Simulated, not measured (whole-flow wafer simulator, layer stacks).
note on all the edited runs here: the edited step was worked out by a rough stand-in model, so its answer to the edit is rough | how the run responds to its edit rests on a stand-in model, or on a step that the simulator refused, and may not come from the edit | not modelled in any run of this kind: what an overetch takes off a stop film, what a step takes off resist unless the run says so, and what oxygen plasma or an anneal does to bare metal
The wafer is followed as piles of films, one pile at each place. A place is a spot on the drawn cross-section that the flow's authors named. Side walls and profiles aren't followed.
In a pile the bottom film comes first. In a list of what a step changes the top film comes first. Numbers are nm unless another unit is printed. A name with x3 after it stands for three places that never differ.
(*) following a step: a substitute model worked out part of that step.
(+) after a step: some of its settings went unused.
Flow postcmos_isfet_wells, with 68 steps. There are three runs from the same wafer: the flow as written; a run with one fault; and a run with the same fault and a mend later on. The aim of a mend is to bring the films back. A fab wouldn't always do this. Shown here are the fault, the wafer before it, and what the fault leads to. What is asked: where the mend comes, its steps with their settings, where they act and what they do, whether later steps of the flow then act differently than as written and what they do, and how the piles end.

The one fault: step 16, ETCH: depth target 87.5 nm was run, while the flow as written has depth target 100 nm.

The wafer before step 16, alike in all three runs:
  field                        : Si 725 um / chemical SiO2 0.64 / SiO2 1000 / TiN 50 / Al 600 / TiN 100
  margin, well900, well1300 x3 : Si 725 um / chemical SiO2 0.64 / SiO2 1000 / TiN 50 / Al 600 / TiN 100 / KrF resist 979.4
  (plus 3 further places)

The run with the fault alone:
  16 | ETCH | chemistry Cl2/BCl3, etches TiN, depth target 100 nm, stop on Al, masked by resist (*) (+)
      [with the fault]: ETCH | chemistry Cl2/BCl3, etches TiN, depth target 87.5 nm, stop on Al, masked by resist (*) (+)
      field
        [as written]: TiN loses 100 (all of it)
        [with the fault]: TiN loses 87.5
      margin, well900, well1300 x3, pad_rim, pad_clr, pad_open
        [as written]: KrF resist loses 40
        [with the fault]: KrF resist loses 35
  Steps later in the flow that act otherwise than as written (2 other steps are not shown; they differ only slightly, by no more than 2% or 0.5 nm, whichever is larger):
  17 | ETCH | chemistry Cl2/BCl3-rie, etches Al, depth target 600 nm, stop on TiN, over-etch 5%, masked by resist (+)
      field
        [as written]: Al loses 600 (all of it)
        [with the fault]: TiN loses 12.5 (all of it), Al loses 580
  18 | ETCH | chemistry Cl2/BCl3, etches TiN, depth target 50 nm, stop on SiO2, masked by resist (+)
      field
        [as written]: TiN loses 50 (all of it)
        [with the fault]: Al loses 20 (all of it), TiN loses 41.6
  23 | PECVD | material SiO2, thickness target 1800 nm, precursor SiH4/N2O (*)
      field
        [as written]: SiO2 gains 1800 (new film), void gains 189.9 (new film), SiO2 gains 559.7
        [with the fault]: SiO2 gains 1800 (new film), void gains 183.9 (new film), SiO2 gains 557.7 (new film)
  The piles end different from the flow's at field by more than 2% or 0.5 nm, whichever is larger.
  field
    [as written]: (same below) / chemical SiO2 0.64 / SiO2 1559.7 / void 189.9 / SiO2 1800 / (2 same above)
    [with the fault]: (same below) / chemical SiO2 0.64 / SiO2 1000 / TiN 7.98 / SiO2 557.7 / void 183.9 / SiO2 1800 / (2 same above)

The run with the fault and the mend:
  After step 16 comes the mend.
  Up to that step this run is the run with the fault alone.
  16a | ETCH | chemistry Cl2/BCl3, etches TiN, depth target 12.5 nm, stop on Al, masked by resist (the flow's step 16, run once more with other settings)
      margin, well900, well1300 x3, pad_rim, pad_clr, pad_open
        KrF resist loses 5
      field
        TiN loses 12.5 (all of it)
  Every later step of the flow that is run acts as written at every place that is followed.
  By the end, the piles equal the flow's at every place that both follow.
